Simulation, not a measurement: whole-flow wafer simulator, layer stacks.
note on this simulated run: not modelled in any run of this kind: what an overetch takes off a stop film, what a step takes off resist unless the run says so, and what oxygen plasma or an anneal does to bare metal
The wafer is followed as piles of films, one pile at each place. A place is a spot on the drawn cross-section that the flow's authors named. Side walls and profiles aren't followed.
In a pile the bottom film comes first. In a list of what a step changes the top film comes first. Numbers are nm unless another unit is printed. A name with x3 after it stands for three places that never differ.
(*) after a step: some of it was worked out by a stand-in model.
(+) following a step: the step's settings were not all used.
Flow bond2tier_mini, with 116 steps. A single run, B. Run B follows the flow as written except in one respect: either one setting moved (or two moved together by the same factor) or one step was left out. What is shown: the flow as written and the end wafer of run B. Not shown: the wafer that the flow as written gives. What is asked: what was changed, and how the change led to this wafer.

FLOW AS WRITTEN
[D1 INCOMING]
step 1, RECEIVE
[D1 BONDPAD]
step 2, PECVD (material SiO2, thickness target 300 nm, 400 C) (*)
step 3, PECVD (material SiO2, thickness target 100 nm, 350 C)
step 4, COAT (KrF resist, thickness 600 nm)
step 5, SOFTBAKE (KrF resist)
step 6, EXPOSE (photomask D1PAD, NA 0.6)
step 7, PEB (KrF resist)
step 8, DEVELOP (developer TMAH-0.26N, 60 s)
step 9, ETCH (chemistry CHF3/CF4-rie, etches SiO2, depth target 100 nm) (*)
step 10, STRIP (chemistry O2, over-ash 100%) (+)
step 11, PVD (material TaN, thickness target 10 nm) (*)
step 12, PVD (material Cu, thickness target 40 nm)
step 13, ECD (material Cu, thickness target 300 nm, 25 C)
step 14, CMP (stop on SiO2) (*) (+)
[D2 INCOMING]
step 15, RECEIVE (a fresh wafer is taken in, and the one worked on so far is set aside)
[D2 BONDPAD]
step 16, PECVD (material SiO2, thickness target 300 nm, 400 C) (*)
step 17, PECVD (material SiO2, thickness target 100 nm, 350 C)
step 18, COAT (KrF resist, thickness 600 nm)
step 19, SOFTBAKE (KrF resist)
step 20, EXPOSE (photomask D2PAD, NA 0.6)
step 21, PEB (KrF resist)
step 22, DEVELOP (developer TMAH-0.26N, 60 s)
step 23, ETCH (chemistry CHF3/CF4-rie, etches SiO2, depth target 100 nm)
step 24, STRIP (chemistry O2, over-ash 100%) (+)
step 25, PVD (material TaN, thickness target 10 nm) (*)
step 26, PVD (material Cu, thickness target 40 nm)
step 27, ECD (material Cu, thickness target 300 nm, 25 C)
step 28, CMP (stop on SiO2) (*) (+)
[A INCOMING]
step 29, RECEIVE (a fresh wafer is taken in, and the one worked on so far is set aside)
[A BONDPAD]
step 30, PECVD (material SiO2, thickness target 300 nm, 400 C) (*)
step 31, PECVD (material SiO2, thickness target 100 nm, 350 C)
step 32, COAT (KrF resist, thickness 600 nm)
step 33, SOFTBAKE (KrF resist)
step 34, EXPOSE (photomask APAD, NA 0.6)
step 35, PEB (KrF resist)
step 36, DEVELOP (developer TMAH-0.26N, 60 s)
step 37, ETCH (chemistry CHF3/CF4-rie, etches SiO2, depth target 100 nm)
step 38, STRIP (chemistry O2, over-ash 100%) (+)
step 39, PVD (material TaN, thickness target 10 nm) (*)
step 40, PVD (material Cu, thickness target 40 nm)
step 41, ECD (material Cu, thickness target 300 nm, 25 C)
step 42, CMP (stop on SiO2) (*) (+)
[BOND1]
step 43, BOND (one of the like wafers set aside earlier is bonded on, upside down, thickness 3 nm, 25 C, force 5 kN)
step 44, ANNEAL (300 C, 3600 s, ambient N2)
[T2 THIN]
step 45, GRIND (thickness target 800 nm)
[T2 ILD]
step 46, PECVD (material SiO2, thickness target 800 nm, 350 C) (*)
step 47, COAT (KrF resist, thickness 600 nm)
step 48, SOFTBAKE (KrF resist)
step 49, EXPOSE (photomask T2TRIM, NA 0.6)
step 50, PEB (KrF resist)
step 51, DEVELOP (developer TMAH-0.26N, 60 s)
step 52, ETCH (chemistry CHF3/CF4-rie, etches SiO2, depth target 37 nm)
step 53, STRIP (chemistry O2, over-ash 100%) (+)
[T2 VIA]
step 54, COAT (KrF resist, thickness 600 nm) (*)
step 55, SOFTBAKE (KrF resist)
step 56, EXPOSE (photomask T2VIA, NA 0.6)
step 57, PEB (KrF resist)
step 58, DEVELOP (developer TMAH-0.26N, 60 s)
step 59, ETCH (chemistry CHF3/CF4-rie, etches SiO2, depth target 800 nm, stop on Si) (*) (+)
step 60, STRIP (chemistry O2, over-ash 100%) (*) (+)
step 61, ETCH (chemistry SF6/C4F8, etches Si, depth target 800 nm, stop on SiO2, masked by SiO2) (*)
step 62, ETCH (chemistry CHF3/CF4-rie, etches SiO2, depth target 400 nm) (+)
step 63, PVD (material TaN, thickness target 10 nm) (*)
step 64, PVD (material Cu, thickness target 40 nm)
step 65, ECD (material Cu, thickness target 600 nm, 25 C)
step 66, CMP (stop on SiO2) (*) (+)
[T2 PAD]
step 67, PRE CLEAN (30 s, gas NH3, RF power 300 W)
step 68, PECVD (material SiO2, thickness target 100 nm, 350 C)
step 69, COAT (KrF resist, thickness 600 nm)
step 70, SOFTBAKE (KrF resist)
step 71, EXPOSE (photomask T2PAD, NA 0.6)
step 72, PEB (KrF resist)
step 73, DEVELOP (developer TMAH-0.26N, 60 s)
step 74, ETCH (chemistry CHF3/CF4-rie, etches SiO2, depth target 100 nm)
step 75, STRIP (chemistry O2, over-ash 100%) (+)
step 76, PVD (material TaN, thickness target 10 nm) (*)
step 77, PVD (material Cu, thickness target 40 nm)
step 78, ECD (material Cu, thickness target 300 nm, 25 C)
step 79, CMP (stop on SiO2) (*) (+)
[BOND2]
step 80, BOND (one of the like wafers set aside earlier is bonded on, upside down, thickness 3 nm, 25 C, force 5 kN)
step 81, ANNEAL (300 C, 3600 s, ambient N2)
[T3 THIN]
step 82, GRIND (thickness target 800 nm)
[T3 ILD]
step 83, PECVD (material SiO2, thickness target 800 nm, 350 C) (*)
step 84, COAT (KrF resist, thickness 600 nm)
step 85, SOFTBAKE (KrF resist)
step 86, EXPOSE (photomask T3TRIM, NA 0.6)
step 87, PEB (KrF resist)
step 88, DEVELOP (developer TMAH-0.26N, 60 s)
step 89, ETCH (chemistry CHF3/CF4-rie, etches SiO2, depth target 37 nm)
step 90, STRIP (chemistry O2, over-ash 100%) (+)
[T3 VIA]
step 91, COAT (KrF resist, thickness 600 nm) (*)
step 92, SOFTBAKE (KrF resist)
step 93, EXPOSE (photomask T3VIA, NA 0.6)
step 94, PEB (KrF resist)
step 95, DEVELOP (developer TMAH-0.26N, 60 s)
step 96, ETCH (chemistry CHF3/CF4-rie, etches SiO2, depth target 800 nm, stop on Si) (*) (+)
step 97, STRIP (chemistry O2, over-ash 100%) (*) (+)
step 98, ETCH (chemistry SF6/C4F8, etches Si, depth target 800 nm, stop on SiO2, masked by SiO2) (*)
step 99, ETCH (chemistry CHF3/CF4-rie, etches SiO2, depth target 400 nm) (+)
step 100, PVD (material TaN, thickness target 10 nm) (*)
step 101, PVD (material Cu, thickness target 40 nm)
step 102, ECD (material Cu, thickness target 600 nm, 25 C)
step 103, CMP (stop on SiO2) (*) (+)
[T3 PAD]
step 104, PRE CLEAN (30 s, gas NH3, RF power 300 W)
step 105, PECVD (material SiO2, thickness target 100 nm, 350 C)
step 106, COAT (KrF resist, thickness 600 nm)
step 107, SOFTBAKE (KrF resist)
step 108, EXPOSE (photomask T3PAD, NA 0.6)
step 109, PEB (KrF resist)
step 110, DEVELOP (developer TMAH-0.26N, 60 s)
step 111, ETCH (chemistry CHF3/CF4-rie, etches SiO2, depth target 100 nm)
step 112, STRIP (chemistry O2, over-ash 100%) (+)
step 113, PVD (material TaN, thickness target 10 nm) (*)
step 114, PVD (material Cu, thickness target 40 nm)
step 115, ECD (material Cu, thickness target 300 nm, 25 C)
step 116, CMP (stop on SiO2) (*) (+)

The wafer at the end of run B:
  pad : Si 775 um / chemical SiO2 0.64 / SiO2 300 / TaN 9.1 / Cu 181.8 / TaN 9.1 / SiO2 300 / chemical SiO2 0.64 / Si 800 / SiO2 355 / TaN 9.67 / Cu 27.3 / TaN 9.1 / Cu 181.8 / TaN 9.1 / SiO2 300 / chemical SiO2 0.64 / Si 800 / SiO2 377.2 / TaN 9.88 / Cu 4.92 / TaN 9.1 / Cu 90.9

Cause: step 89, ETCH: depth target 14.8 nm was run, whereas the flow has depth target 37 nm.

How this came from the change, step by step:
  step 89, ETCH (chemistry CHF3/CF4-rie, etches SiO2, depth target 37 nm)
      field: KrF resist loses 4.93 (as written it would have been: KrF resist loses 12.3)
      pad: SiO2 loses 14.8 (as written it would have been: SiO2 loses 37)
  step 97, STRIP (chemistry O2, over-ash 100%) (*) (+)
      field: KrF resist loses 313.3 (all of it) (as written it would have been: KrF resist loses 303.9 (all of it))
      pad: KrF resist loses 326.1 (all of it) (as written it would have been: KrF resist loses 336 (all of it))
  step 101, PVD (material Cu, thickness target 40 nm)
      pad: Cu gains 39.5 (new film) (as written it would have been: Cu gains 38.7 (new film))
  step 102, ECD (material Cu, thickness target 600 nm, 25 C)
      pad: Cu gains 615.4 (as written it would have been: Cu gains 638.7)
